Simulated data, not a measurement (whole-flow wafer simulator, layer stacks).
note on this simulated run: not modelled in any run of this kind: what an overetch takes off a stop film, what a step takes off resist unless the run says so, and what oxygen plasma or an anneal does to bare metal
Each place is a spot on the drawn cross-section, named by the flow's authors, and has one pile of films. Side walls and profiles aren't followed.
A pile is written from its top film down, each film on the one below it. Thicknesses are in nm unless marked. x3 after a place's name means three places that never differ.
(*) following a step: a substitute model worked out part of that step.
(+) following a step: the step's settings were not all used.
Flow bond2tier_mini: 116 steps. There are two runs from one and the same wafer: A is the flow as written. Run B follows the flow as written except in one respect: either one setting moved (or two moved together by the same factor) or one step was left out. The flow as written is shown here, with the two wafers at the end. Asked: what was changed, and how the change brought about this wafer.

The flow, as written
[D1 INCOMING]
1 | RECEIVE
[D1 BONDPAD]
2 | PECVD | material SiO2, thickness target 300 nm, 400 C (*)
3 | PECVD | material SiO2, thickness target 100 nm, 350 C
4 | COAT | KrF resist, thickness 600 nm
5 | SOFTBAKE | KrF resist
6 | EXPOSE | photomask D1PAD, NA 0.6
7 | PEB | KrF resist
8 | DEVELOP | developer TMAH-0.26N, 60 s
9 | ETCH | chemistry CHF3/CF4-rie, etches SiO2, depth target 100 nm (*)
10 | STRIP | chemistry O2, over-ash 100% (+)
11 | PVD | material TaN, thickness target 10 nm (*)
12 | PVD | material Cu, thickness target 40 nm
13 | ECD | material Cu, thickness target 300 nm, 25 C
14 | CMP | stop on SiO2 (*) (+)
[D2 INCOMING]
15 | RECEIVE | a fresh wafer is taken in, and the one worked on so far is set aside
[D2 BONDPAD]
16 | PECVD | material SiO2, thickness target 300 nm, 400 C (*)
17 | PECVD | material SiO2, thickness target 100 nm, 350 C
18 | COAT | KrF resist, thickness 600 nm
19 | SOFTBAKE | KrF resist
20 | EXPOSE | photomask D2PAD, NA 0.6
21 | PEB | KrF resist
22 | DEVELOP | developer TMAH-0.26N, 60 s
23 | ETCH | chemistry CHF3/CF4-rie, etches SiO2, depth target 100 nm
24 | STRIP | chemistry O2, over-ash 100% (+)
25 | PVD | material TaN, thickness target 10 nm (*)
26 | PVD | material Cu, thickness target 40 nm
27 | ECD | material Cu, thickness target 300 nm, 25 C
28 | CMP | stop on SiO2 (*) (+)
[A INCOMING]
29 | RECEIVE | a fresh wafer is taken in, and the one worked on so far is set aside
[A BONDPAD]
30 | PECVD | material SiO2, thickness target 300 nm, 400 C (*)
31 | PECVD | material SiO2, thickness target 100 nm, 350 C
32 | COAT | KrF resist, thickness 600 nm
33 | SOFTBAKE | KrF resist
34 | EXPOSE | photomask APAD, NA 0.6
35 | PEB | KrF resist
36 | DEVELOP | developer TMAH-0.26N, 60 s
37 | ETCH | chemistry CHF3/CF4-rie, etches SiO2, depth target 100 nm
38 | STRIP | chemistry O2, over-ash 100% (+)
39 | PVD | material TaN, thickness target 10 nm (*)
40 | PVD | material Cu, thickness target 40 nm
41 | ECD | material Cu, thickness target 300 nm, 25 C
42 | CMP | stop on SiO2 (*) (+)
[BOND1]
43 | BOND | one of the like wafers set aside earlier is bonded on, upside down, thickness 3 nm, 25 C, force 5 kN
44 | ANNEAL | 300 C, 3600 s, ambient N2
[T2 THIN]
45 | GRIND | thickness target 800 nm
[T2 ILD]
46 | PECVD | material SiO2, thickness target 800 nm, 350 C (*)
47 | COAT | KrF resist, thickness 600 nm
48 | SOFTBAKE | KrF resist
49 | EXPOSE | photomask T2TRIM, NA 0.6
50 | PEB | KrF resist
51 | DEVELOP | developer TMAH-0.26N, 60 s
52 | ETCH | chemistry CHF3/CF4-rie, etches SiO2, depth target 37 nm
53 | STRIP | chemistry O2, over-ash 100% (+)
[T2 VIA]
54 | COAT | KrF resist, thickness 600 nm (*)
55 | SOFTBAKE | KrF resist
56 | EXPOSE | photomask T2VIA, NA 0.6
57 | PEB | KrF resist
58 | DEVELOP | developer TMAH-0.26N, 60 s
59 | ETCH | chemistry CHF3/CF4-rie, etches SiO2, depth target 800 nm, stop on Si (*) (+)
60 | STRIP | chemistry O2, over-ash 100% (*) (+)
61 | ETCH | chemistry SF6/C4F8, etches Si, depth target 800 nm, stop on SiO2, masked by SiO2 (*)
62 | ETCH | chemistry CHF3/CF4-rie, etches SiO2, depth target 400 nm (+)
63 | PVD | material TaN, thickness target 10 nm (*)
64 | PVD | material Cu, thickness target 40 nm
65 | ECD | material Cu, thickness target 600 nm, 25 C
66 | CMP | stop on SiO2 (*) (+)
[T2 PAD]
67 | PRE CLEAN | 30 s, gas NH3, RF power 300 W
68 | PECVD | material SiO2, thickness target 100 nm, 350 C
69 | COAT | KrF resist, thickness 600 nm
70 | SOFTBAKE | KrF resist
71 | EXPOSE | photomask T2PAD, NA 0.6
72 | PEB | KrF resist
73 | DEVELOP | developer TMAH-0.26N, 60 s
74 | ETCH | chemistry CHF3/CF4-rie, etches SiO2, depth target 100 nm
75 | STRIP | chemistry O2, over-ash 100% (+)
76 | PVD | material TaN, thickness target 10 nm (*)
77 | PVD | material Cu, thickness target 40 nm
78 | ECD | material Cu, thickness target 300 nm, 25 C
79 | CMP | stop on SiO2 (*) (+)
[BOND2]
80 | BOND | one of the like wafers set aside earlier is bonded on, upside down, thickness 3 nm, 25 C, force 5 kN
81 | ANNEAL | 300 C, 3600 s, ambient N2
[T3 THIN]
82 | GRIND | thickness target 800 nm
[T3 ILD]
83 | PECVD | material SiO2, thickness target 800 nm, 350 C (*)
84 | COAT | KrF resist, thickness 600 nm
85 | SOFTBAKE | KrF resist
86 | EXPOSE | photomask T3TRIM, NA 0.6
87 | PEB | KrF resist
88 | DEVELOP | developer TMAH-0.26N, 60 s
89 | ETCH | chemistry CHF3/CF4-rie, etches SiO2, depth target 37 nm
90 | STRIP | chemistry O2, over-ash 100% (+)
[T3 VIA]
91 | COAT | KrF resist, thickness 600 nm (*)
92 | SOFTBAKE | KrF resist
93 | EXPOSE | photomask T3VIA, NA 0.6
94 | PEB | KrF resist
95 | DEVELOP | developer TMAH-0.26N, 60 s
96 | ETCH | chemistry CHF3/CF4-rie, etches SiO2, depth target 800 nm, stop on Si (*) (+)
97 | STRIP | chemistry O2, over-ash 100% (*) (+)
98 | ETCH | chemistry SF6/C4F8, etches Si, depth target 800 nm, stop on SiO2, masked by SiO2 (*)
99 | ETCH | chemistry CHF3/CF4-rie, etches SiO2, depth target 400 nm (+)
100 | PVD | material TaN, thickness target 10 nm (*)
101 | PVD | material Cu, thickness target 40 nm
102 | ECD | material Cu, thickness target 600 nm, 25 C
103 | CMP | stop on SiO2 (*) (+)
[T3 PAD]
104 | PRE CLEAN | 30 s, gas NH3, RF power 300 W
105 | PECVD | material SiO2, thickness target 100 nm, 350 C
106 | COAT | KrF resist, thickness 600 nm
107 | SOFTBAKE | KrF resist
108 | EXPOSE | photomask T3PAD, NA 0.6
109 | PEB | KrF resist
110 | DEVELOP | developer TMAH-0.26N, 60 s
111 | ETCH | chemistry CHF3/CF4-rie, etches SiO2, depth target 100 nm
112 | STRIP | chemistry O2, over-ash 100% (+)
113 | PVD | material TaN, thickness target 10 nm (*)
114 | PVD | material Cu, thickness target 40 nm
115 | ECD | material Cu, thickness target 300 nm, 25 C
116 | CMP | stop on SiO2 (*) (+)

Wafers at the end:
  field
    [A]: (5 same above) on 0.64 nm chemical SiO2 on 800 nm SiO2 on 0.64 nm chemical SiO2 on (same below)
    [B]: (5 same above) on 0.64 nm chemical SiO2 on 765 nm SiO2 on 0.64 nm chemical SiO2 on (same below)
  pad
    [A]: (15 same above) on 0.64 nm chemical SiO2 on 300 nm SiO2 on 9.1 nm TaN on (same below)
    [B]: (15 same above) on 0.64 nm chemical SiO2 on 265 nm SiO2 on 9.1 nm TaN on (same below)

The reason: step 3, PECVD: thickness target 65 nm was run, while the flow as written has thickness target 100 nm.

Step by step, how the change led to this:
  3 | PECVD | material SiO2, thickness target 100 nm, 350 C
      field, pad, via: A +100 SiO2 | B +65 SiO2
  43 | BOND | one of the like wafers set aside earlier is bonded on, upside down, thickness 3 nm, 25 C, force 5 kN
      field: A +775 um Si (new film), +0.64 chemical SiO2 (new film), +400 SiO2 | B +775 um Si (new film), +0.64 chemical SiO2 (new film), +365 SiO2
      pad: A +775 um Si (new film), +0.64 chemical SiO2 (new film), +300 SiO2 (new film), +9.1 TaN (new film), +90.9 Cu | B +775 um Si (new film), +0.64 chemical SiO2 (new film), +265 SiO2 (new film), +9.1 TaN (new film), +90.9 Cu
      (as well as at 1 more place)
